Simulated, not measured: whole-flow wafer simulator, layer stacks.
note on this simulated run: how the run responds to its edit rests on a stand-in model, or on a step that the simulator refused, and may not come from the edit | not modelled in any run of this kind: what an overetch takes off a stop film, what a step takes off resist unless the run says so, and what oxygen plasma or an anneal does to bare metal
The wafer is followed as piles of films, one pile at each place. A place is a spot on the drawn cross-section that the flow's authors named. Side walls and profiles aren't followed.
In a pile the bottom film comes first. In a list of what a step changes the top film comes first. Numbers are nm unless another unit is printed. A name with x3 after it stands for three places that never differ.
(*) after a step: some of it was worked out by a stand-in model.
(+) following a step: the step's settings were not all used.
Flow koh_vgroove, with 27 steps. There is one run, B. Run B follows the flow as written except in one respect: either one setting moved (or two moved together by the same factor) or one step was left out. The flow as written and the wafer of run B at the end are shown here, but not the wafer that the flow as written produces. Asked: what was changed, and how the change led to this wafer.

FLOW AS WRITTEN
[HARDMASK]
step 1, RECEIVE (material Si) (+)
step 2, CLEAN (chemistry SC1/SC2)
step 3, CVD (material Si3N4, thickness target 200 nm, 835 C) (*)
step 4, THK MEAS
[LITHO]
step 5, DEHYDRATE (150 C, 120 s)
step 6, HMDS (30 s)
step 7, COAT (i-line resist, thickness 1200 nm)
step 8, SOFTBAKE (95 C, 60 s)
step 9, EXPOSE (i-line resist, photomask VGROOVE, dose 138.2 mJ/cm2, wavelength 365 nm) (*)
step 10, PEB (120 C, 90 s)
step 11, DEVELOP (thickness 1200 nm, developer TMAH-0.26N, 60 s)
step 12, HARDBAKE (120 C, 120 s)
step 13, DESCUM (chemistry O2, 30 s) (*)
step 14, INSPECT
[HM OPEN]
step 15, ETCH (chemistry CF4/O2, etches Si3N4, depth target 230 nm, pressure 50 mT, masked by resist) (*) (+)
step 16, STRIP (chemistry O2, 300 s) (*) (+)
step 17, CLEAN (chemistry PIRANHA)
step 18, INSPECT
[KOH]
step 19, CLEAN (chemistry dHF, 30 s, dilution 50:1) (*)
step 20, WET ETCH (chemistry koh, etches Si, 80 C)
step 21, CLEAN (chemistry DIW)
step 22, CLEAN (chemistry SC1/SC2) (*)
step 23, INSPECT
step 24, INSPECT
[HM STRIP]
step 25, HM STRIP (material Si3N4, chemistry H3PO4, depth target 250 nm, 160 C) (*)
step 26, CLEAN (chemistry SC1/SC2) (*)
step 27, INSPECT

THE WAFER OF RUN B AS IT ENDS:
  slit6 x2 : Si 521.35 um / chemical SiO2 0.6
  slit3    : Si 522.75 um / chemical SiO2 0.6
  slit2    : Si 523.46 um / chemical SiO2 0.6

Cause: step 19, CLEAN: chemistry dHF, 30 s, dilution 50:1 (*), was skipped.

How this came from the change, step by step:
  step 20, WET ETCH (chemistry koh, etches Si, 80 C)
      slit6 x2: -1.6 chemical SiO2 (all of it), -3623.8 Si (as written it would have been: -3727.8 Si)
      slit3: -1.6 chemical SiO2 (all of it), -2219.4 Si (as written it would have been: -2222.2 Si)
      (and at 1 other place as well)
